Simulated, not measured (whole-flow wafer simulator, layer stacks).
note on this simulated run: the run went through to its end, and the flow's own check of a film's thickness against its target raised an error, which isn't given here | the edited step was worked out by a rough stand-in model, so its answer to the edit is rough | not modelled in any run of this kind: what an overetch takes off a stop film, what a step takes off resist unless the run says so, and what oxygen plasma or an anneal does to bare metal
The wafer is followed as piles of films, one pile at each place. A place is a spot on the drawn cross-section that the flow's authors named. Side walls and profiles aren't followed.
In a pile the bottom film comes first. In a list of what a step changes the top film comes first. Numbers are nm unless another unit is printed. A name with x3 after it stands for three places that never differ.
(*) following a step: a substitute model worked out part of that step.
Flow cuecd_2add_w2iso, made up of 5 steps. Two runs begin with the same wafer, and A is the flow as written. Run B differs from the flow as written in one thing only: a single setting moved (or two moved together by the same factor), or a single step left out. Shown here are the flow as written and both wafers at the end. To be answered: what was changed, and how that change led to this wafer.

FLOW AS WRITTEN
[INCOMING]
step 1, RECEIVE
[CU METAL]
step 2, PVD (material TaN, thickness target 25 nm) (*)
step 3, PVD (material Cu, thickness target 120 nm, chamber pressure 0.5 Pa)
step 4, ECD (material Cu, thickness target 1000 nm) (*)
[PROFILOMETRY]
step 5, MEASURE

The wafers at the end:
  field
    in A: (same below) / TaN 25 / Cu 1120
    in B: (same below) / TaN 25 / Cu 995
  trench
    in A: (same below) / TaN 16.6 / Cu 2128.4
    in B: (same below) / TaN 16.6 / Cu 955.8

What caused this: step 4, ECD: thickness target 875 nm was run, whereas the flow has thickness target 1000 nm.

Step by step, how the change led to this:
  step 4, ECD (material Cu, thickness target 1000 nm) (*)
      field: A +1000 Cu | B +875 Cu
      trench: A +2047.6 Cu | B +875 Cu
